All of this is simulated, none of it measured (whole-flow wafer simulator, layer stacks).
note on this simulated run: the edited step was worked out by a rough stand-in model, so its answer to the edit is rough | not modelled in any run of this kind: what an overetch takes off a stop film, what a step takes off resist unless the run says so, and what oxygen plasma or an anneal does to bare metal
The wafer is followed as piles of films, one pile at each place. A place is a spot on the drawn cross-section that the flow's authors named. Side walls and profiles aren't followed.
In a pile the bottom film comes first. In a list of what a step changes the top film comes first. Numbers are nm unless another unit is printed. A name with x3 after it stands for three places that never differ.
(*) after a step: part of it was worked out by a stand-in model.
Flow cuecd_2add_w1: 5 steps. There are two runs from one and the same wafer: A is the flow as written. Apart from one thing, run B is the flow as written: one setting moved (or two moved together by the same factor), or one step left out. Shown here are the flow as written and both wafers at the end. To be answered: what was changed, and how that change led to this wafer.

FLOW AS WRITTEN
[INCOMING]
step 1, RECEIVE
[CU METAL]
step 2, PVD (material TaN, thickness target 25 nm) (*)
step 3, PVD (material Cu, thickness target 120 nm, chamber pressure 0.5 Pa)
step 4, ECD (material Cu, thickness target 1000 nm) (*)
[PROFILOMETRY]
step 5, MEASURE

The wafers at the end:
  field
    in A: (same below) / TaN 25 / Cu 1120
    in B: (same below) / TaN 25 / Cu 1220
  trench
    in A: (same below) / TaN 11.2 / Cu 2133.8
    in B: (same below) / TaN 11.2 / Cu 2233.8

Cause: step 4, ECD: thickness target 1100 nm was run, though the flow has thickness target 1000 nm.

Step by step, how the change led to this:
  step 4, ECD (material Cu, thickness target 1000 nm) (*)
      field: A +1000 Cu | B +1100 Cu
      trench: A +2080.2 Cu | B +2180.2 Cu
